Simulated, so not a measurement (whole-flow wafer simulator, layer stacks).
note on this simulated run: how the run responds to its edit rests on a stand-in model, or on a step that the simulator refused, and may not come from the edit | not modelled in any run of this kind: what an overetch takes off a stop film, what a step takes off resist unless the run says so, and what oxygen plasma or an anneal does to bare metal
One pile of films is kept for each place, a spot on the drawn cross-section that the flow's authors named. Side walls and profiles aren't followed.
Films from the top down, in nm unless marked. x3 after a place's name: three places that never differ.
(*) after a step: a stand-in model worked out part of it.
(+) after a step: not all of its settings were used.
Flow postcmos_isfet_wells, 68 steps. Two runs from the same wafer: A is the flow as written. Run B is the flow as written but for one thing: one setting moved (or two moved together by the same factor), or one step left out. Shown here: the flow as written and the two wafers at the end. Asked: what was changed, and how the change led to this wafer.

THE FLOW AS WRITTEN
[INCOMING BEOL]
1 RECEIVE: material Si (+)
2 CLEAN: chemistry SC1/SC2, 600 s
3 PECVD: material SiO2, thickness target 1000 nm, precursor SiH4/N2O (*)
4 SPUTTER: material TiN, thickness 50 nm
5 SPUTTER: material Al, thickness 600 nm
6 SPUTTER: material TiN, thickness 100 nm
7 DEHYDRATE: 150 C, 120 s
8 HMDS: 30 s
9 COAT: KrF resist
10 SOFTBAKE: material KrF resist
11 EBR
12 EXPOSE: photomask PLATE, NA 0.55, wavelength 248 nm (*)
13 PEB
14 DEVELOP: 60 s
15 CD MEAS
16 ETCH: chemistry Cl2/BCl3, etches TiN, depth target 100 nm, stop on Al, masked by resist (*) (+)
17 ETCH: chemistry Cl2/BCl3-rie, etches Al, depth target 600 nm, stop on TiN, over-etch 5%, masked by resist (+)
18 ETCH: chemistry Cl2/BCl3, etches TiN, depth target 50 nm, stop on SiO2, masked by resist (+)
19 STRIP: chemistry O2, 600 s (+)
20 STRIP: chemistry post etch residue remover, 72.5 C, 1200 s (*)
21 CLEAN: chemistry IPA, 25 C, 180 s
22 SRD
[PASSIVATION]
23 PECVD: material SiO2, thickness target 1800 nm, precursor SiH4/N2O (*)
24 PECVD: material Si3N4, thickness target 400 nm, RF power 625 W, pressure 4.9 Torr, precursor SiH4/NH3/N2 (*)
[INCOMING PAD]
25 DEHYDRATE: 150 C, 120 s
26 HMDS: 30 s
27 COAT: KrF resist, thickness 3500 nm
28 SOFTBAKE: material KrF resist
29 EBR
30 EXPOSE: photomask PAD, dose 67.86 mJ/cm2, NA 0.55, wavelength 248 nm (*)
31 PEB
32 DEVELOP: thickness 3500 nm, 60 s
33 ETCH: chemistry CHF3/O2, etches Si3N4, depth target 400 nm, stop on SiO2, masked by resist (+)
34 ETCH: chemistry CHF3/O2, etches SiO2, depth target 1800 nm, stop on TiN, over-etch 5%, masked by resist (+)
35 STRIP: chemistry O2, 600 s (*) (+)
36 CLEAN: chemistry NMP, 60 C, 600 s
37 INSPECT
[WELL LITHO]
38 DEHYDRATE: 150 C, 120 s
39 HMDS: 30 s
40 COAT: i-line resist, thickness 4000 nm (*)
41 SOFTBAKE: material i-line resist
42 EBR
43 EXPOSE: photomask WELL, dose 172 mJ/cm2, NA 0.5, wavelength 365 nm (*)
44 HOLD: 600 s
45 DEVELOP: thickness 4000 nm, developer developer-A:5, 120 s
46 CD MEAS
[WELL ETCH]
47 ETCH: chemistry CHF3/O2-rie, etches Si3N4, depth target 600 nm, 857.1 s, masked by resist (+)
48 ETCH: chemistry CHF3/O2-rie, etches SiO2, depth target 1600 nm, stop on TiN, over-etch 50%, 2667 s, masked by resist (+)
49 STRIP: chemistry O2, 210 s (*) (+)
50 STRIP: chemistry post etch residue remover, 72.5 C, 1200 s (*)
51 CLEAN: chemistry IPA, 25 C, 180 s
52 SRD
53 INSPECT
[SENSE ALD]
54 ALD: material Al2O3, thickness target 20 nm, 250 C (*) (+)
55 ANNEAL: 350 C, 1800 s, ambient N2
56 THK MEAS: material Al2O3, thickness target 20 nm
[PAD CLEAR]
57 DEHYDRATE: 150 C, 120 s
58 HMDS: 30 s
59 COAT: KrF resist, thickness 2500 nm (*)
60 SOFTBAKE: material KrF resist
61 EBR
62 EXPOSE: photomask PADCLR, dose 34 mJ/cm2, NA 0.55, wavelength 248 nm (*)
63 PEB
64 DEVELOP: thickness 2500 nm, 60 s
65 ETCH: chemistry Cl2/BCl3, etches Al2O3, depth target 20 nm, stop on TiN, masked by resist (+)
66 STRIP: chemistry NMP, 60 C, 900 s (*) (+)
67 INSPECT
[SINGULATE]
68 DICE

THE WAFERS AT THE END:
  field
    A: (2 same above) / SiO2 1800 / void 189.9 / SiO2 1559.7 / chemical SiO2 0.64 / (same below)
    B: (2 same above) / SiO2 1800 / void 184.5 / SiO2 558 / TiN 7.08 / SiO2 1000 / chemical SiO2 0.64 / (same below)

The cause: step 18, ETCH: depth target 42.5 nm was run, where the flow has depth target 50 nm.

How the change led to this, step by step:
  18 ETCH: chemistry Cl2/BCl3, etches TiN, depth target 50 nm, stop on SiO2, masked by resist (+)
      field: A TiN -50 (all of it) | B TiN -42.5
      margin, well900, well1300 x3, pad_rim, pad_clr, pad_open: A KrF resist -20 | B KrF resist -17
  23 PECVD: material SiO2, thickness target 1800 nm, precursor SiH4/N2O (*)
      field: A SiO2 +1800 (new film), void +189.9 (new film), SiO2 +559.7 | B SiO2 +1800 (new film), void +184.5 (new film), SiO2 +558 (new film)
Counting metal films that touch as one body, field has 1 body; the flow as written gives 0 bodies.
